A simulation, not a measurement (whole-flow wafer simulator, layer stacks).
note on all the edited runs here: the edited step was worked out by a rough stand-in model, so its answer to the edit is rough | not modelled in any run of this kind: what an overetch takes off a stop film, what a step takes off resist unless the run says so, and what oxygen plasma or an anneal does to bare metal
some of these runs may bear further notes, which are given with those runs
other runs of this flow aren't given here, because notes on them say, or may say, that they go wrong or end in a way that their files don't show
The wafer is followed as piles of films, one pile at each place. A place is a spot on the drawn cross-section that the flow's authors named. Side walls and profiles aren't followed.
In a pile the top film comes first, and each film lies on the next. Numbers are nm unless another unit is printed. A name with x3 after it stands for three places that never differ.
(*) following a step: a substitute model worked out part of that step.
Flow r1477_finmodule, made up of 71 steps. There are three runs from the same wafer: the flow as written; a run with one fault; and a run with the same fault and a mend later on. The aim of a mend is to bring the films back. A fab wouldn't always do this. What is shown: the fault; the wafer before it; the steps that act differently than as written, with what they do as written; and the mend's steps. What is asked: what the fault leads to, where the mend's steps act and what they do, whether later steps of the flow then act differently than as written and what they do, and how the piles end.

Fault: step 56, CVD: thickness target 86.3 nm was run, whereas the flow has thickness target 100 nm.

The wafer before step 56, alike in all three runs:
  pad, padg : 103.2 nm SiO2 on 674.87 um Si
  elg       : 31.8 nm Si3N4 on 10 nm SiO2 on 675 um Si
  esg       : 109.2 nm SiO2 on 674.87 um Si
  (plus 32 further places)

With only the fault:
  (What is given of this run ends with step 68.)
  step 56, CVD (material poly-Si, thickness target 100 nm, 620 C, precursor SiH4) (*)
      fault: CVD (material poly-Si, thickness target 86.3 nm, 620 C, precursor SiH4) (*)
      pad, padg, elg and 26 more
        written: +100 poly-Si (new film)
        fault: +86.3 poly-Si (new film)
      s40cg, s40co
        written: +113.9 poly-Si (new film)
        fault: +99.9 poly-Si (new film)
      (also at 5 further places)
  None of the later steps of the flow up to step 68 differs from how it acts as written, at any place that is followed, by more than 2% or 0.5 nm, whichever is larger.
  Once step 68 is done, the piles at pad, padg, elg and 33 more depart from the flow's by more than 2% or 0.5 nm, whichever is larger.
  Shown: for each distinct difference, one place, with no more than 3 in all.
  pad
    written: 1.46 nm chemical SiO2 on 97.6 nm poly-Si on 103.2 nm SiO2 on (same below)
    fault: 1.46 nm chemical SiO2 on 83.9 nm poly-Si on 103.2 nm SiO2 on (same below)
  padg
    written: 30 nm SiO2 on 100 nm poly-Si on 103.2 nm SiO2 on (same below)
    fault: 30 nm SiO2 on 86.3 nm poly-Si on 103.2 nm SiO2 on (same below)
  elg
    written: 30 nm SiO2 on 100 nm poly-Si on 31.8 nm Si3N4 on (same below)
    fault: 30 nm SiO2 on 86.3 nm poly-Si on 31.8 nm Si3N4 on (same below)

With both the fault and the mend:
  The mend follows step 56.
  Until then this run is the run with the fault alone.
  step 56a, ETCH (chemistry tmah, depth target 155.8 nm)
      pad, padg, elg and 26 more
        -86.3 poly-Si (all of it)
      s40cg, s40co
        -99.9 poly-Si (all of it)
      s45cg, s45co
        -99.3 poly-Si (all of it)
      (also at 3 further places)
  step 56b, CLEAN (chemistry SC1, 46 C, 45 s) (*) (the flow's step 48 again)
      s40sg_line, s45sg_line, s50sg_line, s40so_line, s45so_line, s50so_line
        -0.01 SiO2
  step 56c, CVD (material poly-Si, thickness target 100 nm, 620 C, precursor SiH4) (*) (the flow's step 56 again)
      pad, padg, elg and 26 more
        +100 poly-Si (new film)
      s40cg, s40co
        +113.9 poly-Si (new film)
      s45cg, s45co
        +113.4 poly-Si (new film)
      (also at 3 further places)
  None of the later steps of the flow differs from how it acts as written, at any place that is followed, by more than 2% or 0.5 nm, whichever is larger.
  The piles end only slightly different from the flow's at the places that both follow, by no more than 2% or 0.5 nm, whichever is larger.
